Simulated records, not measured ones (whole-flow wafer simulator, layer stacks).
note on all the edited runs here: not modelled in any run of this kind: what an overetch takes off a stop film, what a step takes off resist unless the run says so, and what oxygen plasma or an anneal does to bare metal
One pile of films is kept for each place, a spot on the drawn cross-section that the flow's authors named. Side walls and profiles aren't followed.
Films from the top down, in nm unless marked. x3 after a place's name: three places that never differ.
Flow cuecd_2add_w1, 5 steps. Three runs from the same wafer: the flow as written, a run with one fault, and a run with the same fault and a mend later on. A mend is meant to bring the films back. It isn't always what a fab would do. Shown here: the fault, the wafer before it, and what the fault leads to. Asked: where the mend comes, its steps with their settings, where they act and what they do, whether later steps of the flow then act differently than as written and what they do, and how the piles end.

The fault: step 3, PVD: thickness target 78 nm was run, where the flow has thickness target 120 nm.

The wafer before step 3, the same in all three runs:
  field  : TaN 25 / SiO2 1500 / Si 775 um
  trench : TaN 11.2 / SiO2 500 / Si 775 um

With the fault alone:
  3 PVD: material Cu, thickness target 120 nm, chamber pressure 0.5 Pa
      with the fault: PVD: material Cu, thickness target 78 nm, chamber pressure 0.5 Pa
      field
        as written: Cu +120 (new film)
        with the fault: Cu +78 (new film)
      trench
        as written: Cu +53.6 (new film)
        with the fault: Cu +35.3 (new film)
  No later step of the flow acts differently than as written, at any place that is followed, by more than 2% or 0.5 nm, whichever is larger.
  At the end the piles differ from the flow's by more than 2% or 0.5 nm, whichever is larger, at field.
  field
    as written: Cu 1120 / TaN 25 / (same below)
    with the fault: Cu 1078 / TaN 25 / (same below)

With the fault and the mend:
  The mend comes after step 3.
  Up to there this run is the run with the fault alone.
  3a PVD: material Cu, thickness target 42 nm, chamber pressure 0.5 Pa (the flow's step 3 once more, with other settings)
      field
        Cu +42
      trench
        Cu +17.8
  No later step of the flow acts differently than as written, at any place that is followed, by more than 2% or 0.5 nm, whichever is larger.
  At the end the piles are the same as the flow's at every place that both follow.
